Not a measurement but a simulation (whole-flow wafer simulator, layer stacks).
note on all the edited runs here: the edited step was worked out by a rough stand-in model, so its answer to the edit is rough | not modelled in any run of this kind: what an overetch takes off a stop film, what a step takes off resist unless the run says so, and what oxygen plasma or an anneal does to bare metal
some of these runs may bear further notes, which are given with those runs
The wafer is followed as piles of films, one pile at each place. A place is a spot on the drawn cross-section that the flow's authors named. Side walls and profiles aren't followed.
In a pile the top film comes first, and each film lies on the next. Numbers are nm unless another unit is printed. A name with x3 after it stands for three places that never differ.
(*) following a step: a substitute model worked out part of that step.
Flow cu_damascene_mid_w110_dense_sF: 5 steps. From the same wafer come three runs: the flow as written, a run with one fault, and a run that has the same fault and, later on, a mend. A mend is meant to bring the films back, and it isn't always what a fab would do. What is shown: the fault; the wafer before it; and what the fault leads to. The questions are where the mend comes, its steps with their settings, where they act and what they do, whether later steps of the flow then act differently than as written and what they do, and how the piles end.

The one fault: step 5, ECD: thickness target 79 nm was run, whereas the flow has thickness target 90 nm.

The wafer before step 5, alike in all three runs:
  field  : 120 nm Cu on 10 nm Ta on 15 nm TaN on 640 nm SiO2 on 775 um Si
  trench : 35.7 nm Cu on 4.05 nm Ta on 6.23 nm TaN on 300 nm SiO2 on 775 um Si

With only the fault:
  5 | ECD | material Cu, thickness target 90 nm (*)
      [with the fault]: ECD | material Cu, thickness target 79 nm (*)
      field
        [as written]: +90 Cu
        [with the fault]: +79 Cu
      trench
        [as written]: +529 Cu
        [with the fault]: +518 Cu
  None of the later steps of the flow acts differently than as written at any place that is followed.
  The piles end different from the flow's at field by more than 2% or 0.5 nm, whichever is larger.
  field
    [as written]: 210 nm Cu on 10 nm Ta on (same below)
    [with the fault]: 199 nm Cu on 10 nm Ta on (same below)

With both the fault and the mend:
  The mend follows step 5.
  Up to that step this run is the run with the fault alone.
  5a | ECD | material Cu, thickness target 11 nm (the flow's step 5 again, with other settings)
      field, trench
        +11 Cu
  None of the later steps of the flow acts differently than as written at any place that is followed.
  The piles end the same as the flow's at every place that both follow.
